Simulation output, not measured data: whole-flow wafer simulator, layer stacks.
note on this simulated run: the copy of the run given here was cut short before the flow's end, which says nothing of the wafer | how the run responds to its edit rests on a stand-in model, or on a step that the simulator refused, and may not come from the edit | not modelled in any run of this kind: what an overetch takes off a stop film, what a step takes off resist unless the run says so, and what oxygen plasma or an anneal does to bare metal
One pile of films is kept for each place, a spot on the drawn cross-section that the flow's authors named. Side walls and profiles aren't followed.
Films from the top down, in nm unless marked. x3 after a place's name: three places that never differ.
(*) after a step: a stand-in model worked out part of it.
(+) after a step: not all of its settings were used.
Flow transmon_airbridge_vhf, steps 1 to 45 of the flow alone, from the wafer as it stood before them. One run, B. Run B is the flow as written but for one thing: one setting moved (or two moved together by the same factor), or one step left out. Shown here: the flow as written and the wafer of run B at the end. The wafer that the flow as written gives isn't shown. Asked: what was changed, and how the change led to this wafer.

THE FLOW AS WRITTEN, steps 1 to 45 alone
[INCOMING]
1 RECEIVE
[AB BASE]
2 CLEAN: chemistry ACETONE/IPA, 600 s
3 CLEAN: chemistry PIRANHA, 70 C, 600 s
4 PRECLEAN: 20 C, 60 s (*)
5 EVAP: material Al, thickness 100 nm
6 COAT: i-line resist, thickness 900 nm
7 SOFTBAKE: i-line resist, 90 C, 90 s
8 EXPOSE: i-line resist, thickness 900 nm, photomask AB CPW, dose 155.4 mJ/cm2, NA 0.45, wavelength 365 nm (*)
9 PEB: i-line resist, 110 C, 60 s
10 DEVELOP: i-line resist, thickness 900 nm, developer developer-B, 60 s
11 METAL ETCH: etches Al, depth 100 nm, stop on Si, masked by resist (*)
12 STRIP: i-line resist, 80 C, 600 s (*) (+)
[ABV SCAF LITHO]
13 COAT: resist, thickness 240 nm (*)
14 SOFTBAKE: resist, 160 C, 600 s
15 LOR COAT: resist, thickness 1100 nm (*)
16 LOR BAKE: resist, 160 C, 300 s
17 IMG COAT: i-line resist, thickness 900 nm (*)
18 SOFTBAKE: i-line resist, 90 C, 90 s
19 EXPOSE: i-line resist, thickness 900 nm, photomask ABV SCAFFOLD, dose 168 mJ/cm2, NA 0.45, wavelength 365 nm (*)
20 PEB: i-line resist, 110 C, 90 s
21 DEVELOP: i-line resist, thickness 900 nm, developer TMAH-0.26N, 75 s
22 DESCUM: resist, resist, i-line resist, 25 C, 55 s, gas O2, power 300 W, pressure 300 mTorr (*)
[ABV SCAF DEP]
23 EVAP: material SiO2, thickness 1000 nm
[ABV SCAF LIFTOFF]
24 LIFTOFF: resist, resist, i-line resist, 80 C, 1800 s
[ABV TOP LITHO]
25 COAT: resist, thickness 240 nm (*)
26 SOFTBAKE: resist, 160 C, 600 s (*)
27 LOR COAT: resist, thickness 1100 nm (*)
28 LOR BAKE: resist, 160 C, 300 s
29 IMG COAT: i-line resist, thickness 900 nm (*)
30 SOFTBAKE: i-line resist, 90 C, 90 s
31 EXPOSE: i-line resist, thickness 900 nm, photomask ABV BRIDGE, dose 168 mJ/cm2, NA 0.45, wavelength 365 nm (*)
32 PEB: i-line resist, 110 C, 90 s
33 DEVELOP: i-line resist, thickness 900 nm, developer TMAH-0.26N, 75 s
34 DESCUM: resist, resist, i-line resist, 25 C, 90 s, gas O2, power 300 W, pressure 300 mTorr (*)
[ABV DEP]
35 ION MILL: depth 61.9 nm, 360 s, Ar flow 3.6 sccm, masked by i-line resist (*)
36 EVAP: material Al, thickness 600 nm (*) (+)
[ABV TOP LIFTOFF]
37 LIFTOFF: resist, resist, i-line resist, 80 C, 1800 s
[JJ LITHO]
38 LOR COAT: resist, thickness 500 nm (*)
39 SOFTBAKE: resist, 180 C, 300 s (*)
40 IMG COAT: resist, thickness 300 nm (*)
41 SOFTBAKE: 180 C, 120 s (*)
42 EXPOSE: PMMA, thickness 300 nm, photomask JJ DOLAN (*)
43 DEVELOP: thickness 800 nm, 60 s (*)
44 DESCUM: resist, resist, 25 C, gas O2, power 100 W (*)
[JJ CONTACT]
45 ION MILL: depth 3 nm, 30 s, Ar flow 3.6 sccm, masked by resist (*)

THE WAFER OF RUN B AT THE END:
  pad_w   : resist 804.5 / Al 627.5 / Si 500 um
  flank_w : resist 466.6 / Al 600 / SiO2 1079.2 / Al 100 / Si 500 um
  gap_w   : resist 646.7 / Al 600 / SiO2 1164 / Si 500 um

The cause: step 23, EVAP: thickness 1200 nm was run, where the flow has thickness 1000 nm.

How the change led to this, step by step:
  23 EVAP: material SiO2, thickness 1000 nm
      field x3, jj_line, ground_far and 10 more: SiO2 +1200 (new film) (as written it would be: SiO2 +1000 (new film))
      flank_w, flank_e: SiO2 +1115.2 (new film) (as written it would be: SiO2 +929.3 (new film))
  24 LIFTOFF: resist, resist, i-line resist, 80 C, 1800 s
      field x3, jj_line, trace_open_s x2: SiO2 -1200 (all of it), i-line resist -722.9 (all of it), resist -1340 (all of it) (as written it would be: SiO2 -1000 (all of it), i-line resist -722.9 (all of it), resist -1340 (all of it))
      pad_w, pad_e: SiO2 -1200 (all of it), i-line resist -718 (all of it), resist -1330.2 (all of it) (as written it would be: SiO2 -1000 (all of it), i-line resist -718 (all of it), resist -1330.2 (all of it))
      (and at 1 more place)
  25 COAT: resist, thickness 240 nm (*)
      flank_w, flank_e: resist +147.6 (new film) (as written it would be: resist +152.6 (new film))
      gap_w, gap_e: resist +202.1 (new film) (as written it would be: resist +210.7 (new film))
      (and at 6 more places)
  27 LOR COAT: resist, thickness 1100 nm (*)
      gap_w, gap_e: resist +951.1 (as written it would be: resist +977.8)
      margin_s, margin_n: resist +778.5 (as written it would be: resist +823.4)
      (and at 6 more places)
  29 IMG COAT: i-line resist, thickness 900 nm (*)
      gap_w, gap_e: i-line resist +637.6 (new film) (as written it would be: i-line resist +681.7 (new film))
      margin_s, margin_n: i-line resist +539.8 (new film) (as written it would be: i-line resist +603.2 (new film))
      (and at 5 more places)
  32 PEB: i-line resist, 110 C, 90 s
      flank_w, flank_e: i-line resist -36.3 (as written it would be: i-line resist -38.3)
      gap_w, gap_e: i-line resist -32.4 (as written it would be: i-line resist -34.7)
      (and at 5 more places)
  33 DEVELOP: i-line resist, thickness 900 nm, developer TMAH-0.26N, 75 s
      gap_w, gap_e: i-line resist -605.1 (all of it), resist -951.1 (as written it would be: i-line resist -646.9 (all of it), resist -977.8)
      pad_w: i-line resist -953.8 (all of it), resist -1279.6 (as written it would be: i-line resist -937.2 (all of it), resist -1247.8)
      (and at 5 more places)
  34 DESCUM: resist, resist, i-line resist, 25 C, 90 s, gas O2, power 300 W, pressure 300 mTorr (*)
      flank_w, flank_e: resist -147.6 (all of it) (as written it would be: resist -152.6 (all of it))
      gap_w, gap_e: resist -202.1 (all of it) (as written it would be: resist -210.7 (all of it))
      (and at 4 more places)
  37 LIFTOFF: resist, resist, i-line resist, 80 C, 1800 s
      margin_s, margin_n: Al -600 (all of it), i-line resist -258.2 (all of it), resist -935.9 (all of it) (as written it would be: Al -600 (all of it), i-line resist -318.3 (all of it), resist -992 (all of it))
      ground_far: Al -600 (all of it), i-line resist -742.5 (all of it), resist -1390.3 (all of it) (as written it would be: Al -600 (all of it), i-line resist -717.9 (all of it), resist -1384.9 (all of it))
  38 LOR COAT: resist, thickness 500 nm (*)
      pad_w, pad_e: resist +529.6 (new film) (as written it would be: resist +517 (new film))
      flank_w, flank_e: resist +292.4 (new film) (as written it would be: resist +306.5 (new film))
      (and at 5 more places)
  40 IMG COAT: resist, thickness 300 nm (*)
      pad_w, pad_e: resist +306.6 (as written it would be: resist +300.1)
      flank_w, flank_e: resist +206 (as written it would be: resist +212.1)
      (and at 6 more places)
